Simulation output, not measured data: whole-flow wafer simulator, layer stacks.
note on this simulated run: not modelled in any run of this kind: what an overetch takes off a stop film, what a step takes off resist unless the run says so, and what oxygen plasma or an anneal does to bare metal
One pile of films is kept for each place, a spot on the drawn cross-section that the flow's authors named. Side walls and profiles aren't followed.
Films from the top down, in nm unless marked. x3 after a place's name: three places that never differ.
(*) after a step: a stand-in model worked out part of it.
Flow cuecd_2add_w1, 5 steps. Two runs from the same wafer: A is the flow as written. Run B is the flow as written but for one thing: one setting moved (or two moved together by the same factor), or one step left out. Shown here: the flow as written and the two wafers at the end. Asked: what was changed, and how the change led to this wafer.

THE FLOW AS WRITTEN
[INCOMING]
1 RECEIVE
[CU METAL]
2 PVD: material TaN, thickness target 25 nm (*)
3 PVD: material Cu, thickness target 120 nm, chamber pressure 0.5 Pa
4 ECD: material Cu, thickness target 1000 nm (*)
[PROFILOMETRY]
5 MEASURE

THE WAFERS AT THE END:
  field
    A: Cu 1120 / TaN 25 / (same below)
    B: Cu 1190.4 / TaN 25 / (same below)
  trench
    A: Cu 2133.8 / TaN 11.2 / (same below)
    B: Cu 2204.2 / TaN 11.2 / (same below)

The cause: step 3, PVD: thickness target 190.4 nm was run, where the flow has thickness target 120 nm.

How the change led to this, step by step:
  3 PVD: material Cu, thickness target 120 nm, chamber pressure 0.5 Pa
      field: A Cu +120 (new film) | B Cu +190.4 (new film)
      trench: A Cu +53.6 (new film) | B Cu +83.1 (new film)
